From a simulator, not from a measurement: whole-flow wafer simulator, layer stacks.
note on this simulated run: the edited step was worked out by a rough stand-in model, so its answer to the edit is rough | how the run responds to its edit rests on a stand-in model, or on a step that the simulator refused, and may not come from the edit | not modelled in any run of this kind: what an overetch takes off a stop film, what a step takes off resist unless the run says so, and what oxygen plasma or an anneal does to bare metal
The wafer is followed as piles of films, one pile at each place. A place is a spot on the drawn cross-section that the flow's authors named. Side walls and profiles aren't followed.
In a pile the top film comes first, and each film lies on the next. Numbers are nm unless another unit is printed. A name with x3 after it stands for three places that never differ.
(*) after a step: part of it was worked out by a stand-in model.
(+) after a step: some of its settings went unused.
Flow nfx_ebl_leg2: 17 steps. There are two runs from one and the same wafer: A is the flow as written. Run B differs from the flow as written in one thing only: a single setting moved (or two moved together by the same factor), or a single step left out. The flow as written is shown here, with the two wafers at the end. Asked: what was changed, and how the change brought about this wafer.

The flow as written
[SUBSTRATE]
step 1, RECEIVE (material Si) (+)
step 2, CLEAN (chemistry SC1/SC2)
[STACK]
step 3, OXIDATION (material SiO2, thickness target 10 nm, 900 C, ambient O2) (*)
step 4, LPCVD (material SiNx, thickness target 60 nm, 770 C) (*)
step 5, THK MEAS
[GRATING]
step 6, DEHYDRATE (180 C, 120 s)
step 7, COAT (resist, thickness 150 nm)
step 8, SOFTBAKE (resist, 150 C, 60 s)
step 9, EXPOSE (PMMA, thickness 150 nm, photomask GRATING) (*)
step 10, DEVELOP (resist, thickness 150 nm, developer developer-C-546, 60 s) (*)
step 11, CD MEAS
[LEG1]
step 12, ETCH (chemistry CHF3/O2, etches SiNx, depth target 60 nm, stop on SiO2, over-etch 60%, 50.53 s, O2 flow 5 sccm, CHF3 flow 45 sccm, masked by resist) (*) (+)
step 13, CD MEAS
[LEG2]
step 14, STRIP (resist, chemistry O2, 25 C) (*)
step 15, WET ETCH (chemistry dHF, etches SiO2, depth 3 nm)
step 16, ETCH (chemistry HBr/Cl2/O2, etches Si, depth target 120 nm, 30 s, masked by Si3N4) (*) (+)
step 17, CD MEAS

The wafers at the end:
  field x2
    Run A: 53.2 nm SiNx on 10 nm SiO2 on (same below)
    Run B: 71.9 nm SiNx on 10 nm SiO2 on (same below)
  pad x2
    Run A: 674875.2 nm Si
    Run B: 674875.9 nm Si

The reason: step 4, LPCVD: thickness target 78.7 nm was run, while the flow as written has thickness target 60 nm.

How this came from the change, step by step:
  step 4, LPCVD (material SiNx, thickness target 60 nm, 770 C) (*)
      field x2, pad x2: A +60 SiNx (new film) | B +78.7 SiNx (new film)
  step 12, ETCH (chemistry CHF3/O2, etches SiNx, depth target 60 nm, stop on SiO2, over-etch 60%, 50.53 s, O2 flow 5 sccm, CHF3 flow 45 sccm, masked by resist) (*) (+)
      pad x2: A -60 SiNx (all of it), -10 SiO2 (all of it) | B -78.7 SiNx (all of it), -8.65 SiO2
  step 14, STRIP (resist, chemistry O2, 25 C) (*)
      pad x2: A +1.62 chemical SiO2 (new film), -0.71 Si | B nothing
  step 15, WET ETCH (chemistry dHF, etches SiO2, depth 3 nm)
      pad x2: A -1.62 chemical SiO2 (all of it) | B -1.35 SiO2 (all of it)
